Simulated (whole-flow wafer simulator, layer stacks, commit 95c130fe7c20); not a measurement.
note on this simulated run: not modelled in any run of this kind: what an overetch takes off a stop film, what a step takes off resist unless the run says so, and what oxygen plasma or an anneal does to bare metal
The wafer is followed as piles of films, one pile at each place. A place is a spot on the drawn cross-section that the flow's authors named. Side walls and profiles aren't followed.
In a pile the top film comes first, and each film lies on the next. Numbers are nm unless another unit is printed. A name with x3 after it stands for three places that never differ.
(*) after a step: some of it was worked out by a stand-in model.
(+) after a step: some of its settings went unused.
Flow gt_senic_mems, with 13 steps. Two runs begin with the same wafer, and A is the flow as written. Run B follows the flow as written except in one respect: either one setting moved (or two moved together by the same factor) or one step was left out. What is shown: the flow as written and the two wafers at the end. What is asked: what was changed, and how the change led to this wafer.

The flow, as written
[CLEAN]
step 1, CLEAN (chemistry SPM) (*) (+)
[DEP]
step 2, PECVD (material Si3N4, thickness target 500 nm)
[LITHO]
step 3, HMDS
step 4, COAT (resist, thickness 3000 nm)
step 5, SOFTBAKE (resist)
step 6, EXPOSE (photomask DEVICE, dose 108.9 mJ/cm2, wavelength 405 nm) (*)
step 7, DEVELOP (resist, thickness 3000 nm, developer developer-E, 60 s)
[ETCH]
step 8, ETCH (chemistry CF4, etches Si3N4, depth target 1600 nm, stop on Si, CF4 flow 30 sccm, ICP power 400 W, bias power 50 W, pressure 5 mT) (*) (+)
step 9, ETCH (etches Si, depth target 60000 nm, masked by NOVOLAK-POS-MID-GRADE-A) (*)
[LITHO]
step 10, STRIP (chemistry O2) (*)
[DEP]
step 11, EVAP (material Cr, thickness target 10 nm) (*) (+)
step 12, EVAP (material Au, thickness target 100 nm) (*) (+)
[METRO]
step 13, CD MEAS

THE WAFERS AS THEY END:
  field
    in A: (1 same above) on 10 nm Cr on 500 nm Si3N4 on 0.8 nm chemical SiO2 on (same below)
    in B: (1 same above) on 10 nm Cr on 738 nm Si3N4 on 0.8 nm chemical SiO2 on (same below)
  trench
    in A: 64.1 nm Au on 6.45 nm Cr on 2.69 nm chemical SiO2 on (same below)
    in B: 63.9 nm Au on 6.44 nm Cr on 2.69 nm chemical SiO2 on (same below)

Cause: step 2, PECVD: thickness target 738 nm was run, whereas the flow has thickness target 500 nm.
The wafer itself shows it: field has Si3N4 738, and step 2 as written asks for 500 nm.

How this came from the change, step by step:
  step 2, PECVD (material Si3N4, thickness target 500 nm)
      field, trench: A Si3N4 gains 500 (new film) | B Si3N4 gains 738 (new film)
  step 8, ETCH (chemistry CF4, etches Si3N4, depth target 1600 nm, stop on Si, CF4 flow 30 sccm, ICP power 400 W, bias power 50 W, pressure 5 mT) (*) (+)
      field: A resist loses 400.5 | B resist loses 559.2
      trench: A Si3N4 loses 500 (all of it), chemical SiO2 loses 0.8 (all of it) | B Si3N4 loses 738 (all of it), chemical SiO2 loses 0.8 (all of it)
  step 10, STRIP (chemistry O2) (*)
      field: A resist loses 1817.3 (all of it) | B resist loses 1658.6 (all of it)
